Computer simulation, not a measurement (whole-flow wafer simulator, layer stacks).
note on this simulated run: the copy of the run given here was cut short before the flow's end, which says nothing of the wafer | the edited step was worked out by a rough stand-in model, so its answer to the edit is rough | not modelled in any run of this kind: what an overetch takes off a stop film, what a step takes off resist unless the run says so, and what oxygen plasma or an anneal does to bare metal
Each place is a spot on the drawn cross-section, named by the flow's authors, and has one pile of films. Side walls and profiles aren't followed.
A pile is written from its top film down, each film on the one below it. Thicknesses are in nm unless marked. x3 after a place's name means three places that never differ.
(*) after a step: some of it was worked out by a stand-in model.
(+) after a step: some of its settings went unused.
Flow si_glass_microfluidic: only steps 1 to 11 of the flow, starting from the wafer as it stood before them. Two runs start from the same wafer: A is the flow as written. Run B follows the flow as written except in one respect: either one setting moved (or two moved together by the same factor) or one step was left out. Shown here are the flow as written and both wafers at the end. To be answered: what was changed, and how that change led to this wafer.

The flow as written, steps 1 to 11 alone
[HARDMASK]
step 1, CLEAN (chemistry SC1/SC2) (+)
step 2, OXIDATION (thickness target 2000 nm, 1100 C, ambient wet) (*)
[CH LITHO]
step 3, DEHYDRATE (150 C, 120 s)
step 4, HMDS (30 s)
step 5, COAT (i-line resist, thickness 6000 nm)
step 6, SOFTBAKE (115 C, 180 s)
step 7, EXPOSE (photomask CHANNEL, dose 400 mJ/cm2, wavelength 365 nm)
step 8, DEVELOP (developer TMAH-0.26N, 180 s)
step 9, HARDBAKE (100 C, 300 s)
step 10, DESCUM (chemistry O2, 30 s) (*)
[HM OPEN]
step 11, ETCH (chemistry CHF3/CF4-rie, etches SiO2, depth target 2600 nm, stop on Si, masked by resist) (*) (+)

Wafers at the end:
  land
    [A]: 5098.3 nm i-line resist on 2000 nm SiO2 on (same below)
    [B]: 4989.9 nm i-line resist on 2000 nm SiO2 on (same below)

Cause: step 11, ETCH: depth target 2925 nm was run, whereas the flow has depth target 2600 nm.

How this came from the change, step by step:
  step 11, ETCH (chemistry CHF3/CF4-rie, etches SiO2, depth target 2600 nm, stop on Si, masked by resist) (*) (+)
      land: A -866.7 i-line resist | B -975 i-line resist
